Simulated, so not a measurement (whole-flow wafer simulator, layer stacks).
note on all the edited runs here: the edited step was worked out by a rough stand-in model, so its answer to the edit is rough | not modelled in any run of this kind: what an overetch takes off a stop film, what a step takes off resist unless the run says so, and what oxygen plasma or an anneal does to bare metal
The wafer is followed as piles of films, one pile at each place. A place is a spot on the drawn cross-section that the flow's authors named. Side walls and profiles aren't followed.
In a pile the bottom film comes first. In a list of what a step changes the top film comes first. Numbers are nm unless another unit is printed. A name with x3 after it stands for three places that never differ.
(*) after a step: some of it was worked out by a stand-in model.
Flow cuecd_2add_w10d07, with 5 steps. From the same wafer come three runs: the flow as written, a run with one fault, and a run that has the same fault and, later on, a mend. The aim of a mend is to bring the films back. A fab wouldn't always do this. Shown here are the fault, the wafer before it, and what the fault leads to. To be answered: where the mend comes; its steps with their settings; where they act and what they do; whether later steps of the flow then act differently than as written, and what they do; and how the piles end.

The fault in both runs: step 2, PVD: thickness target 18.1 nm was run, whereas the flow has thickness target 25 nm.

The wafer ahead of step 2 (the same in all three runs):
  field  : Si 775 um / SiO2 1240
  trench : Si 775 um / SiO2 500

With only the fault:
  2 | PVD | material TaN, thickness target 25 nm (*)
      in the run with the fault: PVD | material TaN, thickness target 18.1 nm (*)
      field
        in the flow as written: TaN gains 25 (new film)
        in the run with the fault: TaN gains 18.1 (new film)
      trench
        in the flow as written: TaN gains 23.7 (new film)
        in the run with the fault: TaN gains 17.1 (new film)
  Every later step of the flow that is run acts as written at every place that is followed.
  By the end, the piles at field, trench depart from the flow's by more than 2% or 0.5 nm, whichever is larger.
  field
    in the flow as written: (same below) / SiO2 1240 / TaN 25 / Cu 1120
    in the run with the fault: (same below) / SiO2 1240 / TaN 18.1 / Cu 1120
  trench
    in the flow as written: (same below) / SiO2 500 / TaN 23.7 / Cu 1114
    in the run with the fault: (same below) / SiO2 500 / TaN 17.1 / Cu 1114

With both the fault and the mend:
  After step 2 comes the mend.
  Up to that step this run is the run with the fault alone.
  2a | PVD | material TaN, thickness target 6.9 nm (*) (a further turn of the flow's step 2, with different settings)
      field
        TaN gains 6.9
      trench
        TaN gains 6.53
  Every later step of the flow that is run acts as written at every place that is followed.
  By the end, the piles equal the flow's at every place that both follow.
